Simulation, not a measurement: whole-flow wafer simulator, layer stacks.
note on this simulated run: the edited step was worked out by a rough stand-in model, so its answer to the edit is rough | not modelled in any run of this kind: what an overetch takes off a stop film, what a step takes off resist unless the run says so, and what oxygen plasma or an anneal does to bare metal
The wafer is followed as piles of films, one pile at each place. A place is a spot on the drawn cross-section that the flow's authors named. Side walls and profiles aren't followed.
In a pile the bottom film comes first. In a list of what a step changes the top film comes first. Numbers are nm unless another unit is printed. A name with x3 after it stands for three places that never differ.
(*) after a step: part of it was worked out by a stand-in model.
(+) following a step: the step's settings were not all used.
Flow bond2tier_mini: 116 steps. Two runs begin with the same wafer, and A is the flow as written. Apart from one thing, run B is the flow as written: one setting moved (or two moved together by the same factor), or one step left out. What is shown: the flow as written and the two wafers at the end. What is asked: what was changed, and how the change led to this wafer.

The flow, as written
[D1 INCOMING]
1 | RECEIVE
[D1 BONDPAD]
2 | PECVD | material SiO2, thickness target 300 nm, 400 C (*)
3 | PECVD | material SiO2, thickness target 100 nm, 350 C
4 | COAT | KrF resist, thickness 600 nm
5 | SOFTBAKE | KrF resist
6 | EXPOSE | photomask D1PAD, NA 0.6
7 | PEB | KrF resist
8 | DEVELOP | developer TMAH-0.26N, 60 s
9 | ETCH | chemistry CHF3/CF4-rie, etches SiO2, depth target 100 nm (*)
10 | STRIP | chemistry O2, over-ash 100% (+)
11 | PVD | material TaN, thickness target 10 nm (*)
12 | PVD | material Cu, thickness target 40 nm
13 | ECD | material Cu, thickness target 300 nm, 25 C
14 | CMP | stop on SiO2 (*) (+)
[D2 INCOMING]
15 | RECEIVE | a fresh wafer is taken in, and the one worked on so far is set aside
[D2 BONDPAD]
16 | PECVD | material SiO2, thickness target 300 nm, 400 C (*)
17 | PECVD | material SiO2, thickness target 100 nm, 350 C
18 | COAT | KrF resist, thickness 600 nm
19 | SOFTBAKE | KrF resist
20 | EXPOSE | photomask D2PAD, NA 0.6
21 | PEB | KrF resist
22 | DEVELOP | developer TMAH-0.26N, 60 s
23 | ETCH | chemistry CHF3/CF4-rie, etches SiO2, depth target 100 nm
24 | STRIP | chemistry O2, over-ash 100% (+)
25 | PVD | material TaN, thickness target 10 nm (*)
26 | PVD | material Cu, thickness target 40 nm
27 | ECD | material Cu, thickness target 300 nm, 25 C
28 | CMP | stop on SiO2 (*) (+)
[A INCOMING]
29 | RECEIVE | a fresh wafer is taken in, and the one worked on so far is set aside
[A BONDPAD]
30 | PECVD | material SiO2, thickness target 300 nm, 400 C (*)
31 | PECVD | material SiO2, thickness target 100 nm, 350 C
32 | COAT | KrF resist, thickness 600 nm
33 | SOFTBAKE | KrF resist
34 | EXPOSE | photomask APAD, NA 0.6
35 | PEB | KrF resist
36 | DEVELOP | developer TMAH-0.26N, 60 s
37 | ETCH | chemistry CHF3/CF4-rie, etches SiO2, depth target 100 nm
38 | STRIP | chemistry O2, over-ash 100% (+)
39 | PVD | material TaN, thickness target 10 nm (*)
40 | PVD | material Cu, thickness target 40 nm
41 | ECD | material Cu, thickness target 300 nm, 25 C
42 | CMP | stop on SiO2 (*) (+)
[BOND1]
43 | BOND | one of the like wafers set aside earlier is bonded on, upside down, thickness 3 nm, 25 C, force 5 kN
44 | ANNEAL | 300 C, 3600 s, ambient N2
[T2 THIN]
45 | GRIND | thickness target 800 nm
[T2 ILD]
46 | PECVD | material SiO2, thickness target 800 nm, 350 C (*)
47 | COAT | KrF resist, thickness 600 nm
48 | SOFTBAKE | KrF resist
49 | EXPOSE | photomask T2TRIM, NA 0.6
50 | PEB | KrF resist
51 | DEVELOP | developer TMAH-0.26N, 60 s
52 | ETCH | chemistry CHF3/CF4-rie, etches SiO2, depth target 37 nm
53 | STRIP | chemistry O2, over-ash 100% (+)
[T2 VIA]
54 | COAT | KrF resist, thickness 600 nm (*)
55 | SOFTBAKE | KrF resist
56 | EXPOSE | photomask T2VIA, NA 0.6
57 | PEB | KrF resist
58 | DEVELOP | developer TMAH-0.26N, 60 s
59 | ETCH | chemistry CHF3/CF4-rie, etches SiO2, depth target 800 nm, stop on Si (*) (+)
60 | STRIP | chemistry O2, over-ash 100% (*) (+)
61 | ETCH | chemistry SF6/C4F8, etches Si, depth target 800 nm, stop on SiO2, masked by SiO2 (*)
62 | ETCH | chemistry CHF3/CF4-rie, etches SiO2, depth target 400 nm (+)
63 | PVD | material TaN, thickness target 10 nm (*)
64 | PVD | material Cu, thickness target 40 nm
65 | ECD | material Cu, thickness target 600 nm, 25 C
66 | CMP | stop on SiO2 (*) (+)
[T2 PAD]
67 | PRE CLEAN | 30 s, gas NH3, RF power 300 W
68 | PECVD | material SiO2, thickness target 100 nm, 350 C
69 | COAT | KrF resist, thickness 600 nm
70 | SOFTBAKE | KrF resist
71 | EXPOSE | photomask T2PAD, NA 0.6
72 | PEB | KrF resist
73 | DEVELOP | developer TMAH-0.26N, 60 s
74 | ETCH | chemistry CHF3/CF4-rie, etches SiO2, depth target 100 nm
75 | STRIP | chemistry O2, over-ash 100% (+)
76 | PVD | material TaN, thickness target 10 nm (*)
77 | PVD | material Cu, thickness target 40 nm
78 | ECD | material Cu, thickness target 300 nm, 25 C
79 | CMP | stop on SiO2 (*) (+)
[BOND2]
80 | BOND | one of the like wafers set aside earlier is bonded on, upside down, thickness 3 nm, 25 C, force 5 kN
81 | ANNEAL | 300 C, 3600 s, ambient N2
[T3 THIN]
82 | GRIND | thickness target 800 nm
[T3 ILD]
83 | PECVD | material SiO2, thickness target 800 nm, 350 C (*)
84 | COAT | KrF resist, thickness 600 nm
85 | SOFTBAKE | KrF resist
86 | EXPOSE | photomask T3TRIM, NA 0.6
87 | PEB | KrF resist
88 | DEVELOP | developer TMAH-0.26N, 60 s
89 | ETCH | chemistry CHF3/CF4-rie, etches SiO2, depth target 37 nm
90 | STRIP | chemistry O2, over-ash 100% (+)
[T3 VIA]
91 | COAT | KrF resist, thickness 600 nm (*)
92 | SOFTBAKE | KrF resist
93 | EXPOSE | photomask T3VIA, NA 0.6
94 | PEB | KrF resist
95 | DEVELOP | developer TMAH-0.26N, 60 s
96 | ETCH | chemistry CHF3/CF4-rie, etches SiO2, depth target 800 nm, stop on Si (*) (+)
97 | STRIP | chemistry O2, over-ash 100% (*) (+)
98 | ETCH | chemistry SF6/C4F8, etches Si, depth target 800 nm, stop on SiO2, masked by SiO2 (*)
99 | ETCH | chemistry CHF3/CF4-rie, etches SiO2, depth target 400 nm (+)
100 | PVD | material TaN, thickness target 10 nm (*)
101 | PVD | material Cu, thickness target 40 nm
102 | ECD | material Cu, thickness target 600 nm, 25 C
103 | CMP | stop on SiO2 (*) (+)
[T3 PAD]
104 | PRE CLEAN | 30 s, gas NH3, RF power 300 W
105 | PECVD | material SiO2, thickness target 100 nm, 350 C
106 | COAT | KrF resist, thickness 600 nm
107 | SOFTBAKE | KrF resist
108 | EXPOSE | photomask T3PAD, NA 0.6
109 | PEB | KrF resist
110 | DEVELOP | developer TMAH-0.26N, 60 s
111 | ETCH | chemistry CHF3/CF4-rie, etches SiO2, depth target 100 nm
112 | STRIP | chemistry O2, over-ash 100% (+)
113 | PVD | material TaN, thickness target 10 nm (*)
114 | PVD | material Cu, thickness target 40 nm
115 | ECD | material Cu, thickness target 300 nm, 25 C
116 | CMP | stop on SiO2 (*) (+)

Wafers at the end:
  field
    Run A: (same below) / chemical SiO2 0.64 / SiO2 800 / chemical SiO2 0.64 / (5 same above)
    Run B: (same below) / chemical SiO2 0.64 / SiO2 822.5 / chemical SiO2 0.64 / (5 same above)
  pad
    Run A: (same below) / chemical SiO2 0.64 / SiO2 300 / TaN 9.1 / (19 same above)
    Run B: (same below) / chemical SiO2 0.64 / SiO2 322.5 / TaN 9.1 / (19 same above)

What caused this: step 30, PECVD: thickness target 322.5 nm was run, whereas the flow has thickness target 300 nm.
The wafer itself shows it: pad has SiO2 322.5, and step 30 as written asks for 300 nm.

Step by step, how the change led to this:
  30 | PECVD | material SiO2, thickness target 300 nm, 400 C (*)
      field, pad, via: A +300 SiO2 (new film) | B +322.5 SiO2 (new film)
